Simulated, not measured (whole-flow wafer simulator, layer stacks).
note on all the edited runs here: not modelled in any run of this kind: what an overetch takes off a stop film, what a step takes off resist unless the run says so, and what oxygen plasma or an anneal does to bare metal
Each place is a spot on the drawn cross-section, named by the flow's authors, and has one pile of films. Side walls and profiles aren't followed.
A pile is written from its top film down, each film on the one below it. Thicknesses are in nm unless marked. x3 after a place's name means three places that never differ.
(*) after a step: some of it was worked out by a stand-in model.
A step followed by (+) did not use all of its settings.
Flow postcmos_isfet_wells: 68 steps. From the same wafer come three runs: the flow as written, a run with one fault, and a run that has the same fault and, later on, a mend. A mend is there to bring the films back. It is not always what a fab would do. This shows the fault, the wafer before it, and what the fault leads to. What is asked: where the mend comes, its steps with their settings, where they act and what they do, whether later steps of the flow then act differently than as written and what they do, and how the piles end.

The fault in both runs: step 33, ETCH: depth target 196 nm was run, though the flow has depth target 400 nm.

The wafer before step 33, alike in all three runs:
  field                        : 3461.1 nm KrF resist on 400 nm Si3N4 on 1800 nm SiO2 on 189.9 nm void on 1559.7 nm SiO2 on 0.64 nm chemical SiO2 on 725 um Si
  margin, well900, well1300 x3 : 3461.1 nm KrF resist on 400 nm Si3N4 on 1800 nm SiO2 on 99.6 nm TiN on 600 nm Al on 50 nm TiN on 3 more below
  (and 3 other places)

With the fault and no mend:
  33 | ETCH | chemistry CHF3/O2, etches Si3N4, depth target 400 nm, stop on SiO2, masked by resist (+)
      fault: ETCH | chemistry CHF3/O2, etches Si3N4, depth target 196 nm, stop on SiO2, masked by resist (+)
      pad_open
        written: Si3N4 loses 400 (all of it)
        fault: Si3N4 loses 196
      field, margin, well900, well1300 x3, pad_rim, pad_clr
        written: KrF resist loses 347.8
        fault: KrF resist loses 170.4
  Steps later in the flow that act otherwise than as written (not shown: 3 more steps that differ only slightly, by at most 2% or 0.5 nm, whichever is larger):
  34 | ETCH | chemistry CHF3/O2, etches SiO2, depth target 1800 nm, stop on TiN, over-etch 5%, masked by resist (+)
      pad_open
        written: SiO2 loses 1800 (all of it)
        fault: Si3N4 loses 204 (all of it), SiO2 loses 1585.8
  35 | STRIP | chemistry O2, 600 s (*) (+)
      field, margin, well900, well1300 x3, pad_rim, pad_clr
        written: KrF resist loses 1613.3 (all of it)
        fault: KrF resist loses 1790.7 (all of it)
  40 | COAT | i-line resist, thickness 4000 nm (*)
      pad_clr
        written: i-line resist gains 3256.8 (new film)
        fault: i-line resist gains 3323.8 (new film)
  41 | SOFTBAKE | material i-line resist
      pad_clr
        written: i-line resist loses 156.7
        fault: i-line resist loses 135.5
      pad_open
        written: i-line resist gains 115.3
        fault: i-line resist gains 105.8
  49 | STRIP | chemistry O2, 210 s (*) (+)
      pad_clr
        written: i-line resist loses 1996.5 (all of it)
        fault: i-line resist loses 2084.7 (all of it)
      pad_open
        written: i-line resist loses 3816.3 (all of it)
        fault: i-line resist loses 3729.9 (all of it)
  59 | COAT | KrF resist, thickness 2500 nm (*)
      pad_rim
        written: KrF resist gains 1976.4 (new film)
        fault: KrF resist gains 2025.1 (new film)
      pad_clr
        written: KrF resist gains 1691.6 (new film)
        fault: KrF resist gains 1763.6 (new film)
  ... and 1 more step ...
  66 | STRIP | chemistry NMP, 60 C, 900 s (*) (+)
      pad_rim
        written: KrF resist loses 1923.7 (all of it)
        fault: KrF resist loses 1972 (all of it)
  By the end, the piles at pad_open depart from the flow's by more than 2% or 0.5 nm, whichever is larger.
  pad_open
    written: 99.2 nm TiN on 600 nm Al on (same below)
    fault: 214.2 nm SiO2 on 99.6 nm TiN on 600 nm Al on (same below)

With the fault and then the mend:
  The mend follows step 33.
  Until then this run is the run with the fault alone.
  33a | ETCH | chemistry CHF3/O2, etches Si3N4, depth target 204 nm, stop on SiO2, masked by resist (the flow's step 33, run once more with other settings)
      field, margin, well900, well1300 x3, pad_rim, pad_clr
        KrF resist loses 177.4
      pad_open
        Si3N4 loses 204 (all of it)
  Later steps of the flow that are run all act as written at every place that is followed.
  By the end, the piles equal the flow's at every place that both follow.
